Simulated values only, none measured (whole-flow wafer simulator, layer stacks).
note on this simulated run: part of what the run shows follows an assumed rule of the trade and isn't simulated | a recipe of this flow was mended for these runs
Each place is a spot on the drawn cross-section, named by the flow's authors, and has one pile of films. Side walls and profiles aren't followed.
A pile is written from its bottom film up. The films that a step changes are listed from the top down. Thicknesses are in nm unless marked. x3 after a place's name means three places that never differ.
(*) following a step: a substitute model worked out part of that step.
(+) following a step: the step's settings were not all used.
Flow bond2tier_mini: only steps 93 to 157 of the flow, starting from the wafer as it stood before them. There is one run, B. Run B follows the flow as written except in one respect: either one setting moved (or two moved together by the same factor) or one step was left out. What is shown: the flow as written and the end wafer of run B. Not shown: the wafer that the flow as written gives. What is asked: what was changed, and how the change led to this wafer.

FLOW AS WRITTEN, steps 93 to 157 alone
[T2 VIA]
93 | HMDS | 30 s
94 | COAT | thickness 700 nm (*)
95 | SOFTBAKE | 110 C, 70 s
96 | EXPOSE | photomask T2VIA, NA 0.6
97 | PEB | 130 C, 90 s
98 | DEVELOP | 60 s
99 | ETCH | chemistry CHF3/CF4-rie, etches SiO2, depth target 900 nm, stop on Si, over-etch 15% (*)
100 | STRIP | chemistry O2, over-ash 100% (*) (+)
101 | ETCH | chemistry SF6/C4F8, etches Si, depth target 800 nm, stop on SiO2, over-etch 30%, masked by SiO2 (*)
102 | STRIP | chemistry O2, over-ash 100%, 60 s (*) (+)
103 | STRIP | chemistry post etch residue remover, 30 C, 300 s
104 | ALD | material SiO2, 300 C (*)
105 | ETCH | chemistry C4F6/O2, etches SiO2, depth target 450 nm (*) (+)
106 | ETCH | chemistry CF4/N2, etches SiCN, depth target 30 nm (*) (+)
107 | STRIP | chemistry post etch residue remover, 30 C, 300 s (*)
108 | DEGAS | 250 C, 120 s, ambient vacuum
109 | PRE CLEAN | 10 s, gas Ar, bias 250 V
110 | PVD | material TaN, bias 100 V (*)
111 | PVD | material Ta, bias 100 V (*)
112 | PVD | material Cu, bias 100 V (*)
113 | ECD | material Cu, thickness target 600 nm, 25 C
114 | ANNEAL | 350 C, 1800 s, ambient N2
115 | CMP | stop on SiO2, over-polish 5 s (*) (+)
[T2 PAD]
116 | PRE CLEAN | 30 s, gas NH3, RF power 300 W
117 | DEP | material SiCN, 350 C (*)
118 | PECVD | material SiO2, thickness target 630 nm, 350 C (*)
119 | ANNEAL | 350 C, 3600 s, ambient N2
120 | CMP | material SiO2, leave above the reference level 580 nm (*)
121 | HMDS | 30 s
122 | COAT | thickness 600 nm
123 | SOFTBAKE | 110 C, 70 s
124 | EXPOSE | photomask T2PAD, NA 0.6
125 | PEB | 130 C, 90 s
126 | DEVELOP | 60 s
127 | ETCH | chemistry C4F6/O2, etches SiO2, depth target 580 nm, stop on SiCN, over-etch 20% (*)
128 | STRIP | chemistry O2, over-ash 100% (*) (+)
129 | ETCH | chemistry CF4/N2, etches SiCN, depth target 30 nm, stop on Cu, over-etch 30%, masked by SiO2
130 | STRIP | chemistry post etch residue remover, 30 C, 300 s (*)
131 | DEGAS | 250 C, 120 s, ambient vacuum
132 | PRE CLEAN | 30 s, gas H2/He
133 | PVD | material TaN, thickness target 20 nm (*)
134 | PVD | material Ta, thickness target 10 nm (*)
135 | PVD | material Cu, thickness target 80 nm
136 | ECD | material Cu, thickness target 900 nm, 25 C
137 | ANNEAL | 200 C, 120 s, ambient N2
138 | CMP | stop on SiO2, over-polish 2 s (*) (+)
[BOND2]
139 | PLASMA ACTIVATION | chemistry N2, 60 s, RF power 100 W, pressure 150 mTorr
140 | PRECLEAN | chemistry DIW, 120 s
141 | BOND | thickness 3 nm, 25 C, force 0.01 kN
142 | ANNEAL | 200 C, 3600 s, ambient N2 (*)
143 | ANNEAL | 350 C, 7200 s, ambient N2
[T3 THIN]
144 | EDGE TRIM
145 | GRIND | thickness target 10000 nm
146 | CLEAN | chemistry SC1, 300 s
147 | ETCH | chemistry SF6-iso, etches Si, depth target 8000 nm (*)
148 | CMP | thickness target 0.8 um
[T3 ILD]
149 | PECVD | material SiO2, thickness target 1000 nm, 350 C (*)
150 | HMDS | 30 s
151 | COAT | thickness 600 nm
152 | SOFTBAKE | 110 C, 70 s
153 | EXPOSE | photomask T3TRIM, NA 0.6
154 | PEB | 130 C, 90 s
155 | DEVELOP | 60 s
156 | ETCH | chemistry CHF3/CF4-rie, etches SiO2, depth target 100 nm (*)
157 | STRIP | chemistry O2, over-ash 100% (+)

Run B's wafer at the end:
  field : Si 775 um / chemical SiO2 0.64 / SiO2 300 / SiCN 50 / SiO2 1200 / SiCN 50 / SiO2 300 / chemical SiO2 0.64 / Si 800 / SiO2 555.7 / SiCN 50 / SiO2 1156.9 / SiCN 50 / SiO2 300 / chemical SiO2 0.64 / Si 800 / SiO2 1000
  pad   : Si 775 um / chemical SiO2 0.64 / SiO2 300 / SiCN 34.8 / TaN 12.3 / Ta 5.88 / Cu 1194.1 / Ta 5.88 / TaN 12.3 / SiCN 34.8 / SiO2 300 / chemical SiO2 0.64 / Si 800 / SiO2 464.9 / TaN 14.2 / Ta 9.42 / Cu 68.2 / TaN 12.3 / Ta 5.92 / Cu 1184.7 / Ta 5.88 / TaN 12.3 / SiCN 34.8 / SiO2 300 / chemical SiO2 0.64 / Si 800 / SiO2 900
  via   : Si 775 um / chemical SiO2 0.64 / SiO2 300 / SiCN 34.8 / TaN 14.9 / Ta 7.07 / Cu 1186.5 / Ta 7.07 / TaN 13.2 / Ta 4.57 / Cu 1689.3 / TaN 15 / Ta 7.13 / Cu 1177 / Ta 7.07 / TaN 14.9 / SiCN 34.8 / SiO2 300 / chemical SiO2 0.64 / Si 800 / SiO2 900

What caused this: step 109, PRE CLEAN: 16 s was run, whereas the flow has 10 s.

Step by step, how the change led to this:
  109 | PRE CLEAN | 10 s, gas Ar, bias 250 V
      field, pad: -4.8 SiO2 (in the flow as written it would be: -3 SiO2)
      via: -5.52 TaN (in the flow as written it would be: -3.19 TaN)
